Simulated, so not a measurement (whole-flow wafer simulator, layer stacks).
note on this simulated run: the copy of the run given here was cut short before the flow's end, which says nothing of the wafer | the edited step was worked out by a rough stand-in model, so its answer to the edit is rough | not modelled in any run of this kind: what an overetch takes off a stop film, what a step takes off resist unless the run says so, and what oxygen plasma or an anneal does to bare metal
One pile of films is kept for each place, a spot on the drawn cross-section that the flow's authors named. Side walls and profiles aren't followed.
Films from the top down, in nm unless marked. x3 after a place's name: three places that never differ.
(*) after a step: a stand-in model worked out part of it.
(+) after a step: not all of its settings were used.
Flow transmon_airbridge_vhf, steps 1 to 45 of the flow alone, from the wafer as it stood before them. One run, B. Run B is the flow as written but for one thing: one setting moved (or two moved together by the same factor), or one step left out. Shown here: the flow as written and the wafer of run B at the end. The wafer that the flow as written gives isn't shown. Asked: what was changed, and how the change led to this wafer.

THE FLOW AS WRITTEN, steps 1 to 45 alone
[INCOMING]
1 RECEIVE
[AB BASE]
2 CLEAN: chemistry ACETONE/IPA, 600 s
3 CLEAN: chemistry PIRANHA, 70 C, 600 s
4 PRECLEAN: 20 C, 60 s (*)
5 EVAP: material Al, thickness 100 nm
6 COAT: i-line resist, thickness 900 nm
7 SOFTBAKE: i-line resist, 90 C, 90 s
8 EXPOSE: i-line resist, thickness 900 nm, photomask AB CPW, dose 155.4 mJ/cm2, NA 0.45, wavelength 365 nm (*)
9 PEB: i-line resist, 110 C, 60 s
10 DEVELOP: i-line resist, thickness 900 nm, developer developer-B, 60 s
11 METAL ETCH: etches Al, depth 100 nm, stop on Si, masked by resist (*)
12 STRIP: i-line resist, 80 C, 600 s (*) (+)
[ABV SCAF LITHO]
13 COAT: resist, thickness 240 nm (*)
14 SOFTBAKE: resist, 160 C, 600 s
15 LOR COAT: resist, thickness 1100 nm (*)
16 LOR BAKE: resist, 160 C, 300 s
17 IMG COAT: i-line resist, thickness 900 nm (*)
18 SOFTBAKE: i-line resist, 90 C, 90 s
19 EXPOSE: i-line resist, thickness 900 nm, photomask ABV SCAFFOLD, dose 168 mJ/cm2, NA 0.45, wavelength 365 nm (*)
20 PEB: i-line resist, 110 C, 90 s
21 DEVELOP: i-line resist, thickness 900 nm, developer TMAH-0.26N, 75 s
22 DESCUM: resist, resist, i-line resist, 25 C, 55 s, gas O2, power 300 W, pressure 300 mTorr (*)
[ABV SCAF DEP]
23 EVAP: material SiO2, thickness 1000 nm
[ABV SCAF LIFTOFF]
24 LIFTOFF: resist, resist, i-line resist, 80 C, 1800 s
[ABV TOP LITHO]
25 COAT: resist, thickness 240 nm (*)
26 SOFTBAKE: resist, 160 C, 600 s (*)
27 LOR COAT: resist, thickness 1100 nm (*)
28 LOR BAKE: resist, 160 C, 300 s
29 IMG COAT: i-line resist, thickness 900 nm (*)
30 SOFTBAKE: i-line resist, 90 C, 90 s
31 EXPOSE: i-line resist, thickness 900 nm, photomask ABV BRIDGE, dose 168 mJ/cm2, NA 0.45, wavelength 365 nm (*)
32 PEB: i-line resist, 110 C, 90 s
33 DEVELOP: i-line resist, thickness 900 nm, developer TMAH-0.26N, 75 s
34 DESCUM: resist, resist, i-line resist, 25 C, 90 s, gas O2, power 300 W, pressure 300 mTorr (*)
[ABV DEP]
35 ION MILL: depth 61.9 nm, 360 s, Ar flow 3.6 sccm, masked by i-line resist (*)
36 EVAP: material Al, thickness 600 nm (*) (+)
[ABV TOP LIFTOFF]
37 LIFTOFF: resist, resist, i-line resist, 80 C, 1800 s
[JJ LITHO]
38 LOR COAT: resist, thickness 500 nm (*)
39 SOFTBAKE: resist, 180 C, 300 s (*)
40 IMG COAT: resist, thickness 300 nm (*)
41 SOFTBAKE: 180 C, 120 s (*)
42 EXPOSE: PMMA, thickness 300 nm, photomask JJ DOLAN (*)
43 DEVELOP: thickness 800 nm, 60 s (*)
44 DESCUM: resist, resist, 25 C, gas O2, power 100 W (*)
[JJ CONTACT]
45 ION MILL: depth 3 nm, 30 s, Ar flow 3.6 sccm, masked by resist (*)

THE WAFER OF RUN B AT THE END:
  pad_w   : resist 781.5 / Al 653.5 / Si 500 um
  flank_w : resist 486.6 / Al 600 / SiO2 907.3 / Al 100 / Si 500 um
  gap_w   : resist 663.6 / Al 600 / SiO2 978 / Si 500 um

The cause: step 35, ION MILL: depth 37.8 nm was run, where the flow has depth 61.9 nm; step 35, ION MILL: 220 s was run, where the flow has 360 s.

How the change led to this, step by step:
  35 ION MILL: depth 61.9 nm, 360 s, Ar flow 3.6 sccm, masked by i-line resist (*)
      field x3, jj_line, ground_far, trace_open_s x2, margin_s, margin_n: i-line resist -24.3 (as written it would be: i-line resist -39.7)
      flank_w, gap_w, cpw_trace, gap_e, flank_e, bridge_strip: SiO2 -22 (as written it would be: SiO2 -36)
      (and at 2 more places)
  37 LIFTOFF: resist, resist, i-line resist, 80 C, 1800 s
      field x3, jj_line, trace_open_s x2: Al -600 (all of it), i-line resist -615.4 (all of it), resist -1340 (all of it) (as written it would be: Al -600 (all of it), i-line resist -600 (all of it), resist -1340 (all of it))
      margin_s, margin_n: Al -600 (all of it), i-line resist -333.7 (all of it), resist -992 (all of it) (as written it would be: Al -600 (all of it), i-line resist -318.3 (all of it), resist -992 (all of it))
      (and at 1 more place)
